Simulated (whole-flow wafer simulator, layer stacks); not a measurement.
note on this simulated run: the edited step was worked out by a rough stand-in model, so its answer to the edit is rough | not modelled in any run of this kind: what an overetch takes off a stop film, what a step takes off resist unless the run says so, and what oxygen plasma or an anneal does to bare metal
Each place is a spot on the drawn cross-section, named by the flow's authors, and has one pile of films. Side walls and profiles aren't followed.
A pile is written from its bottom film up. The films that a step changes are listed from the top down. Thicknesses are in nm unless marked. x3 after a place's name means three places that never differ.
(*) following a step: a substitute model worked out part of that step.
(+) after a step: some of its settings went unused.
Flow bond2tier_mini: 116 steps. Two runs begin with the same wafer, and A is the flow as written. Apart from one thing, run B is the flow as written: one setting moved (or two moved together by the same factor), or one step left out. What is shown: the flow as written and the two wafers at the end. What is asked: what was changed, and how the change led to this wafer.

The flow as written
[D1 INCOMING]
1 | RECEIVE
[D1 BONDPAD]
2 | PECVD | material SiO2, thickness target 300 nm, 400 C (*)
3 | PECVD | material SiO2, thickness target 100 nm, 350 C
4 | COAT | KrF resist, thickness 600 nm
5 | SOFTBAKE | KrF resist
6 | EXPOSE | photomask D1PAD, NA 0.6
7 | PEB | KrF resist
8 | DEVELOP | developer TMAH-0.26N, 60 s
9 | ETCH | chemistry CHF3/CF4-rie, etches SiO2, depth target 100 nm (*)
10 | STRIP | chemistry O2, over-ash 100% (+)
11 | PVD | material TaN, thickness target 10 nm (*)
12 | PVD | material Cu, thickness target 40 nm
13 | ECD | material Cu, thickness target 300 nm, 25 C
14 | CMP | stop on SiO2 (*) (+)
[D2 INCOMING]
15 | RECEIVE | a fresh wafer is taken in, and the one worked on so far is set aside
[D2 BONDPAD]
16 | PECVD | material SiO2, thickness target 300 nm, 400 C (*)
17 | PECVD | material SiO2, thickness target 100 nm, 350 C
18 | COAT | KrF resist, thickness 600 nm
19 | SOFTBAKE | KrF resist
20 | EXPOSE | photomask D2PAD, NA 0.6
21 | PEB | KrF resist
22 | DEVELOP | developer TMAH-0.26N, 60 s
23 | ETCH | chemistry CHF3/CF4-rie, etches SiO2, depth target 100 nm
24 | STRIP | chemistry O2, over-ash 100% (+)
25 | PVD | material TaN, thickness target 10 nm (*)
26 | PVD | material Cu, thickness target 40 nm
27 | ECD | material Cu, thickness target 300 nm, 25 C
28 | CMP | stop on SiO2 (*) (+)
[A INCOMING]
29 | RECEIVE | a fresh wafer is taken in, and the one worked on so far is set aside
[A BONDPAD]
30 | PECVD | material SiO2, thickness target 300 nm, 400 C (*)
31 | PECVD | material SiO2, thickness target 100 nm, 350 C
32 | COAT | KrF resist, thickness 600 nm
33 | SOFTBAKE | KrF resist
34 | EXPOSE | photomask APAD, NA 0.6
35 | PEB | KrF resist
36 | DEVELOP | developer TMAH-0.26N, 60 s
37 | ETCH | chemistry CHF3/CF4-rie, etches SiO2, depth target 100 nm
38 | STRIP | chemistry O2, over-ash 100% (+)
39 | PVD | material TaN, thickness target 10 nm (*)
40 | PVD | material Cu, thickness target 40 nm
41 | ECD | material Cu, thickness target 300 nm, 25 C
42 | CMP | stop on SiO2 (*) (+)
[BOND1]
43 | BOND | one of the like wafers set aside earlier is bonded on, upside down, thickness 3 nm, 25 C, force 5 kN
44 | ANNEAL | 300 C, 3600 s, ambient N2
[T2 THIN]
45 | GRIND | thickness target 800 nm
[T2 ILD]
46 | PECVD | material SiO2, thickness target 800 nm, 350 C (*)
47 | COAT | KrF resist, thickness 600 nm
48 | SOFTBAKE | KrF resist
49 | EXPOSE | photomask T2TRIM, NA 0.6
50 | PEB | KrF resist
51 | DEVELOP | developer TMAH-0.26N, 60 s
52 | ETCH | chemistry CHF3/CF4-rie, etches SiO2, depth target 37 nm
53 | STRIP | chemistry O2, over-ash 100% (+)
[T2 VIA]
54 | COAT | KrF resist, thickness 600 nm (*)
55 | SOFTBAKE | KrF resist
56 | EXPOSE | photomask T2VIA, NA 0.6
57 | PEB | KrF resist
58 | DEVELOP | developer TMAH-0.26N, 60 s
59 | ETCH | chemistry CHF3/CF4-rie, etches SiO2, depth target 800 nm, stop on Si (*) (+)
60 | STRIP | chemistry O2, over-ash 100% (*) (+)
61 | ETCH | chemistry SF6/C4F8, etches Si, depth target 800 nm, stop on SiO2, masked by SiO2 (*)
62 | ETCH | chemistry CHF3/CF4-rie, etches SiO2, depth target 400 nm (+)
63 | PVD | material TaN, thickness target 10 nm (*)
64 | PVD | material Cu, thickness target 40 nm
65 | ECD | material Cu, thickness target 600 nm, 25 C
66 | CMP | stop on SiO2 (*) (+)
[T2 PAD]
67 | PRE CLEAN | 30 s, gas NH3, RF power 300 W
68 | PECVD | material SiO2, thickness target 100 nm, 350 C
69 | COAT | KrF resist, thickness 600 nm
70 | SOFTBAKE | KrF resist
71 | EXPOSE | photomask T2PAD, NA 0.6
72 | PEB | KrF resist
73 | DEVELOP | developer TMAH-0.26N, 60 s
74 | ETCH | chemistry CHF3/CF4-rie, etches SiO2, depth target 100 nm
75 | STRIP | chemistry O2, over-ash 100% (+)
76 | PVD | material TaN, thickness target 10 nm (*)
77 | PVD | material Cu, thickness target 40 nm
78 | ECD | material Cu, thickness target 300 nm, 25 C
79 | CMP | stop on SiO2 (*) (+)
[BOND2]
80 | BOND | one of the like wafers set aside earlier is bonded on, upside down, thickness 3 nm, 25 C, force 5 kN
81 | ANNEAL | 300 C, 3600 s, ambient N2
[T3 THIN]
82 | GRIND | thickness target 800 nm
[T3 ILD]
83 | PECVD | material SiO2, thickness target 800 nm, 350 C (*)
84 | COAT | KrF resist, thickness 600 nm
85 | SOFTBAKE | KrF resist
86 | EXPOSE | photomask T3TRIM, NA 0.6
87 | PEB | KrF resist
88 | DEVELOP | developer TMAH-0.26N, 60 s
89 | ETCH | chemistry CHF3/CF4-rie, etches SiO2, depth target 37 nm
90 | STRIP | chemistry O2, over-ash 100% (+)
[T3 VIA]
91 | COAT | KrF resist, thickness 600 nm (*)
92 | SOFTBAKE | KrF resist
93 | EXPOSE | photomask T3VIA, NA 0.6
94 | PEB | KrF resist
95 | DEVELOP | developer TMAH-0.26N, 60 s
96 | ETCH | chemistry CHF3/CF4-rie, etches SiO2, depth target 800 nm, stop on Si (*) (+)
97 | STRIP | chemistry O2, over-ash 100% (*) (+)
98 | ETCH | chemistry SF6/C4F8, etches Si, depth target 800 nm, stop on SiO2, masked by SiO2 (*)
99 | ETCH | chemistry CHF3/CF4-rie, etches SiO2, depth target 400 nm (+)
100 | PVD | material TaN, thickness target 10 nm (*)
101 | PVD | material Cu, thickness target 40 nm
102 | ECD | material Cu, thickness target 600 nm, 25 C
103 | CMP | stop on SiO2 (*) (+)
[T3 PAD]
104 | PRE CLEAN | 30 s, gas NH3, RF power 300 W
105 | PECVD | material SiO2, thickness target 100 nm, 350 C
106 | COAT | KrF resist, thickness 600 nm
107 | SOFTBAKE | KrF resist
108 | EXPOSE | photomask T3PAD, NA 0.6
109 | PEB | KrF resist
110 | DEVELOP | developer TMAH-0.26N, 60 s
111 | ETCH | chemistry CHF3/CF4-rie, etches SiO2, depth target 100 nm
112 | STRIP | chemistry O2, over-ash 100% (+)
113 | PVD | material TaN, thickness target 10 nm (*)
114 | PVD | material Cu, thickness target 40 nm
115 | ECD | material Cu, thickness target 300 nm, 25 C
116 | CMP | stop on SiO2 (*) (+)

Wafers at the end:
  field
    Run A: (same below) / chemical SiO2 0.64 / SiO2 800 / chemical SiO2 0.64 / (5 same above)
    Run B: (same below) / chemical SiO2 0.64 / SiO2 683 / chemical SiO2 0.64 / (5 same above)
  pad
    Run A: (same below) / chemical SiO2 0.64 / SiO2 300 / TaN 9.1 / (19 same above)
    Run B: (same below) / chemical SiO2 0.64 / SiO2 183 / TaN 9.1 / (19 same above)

Cause: step 30, PECVD: thickness target 183 nm was run, while the flow as written has thickness target 300 nm.
The wafer lets one read it off: pad has SiO2 183, and step 30 as written asks for 300 nm.

The path from the change to this, step by step:
  30 | PECVD | material SiO2, thickness target 300 nm, 400 C (*)
      field, pad, via: A +300 SiO2 (new film) | B +183 SiO2 (new film)
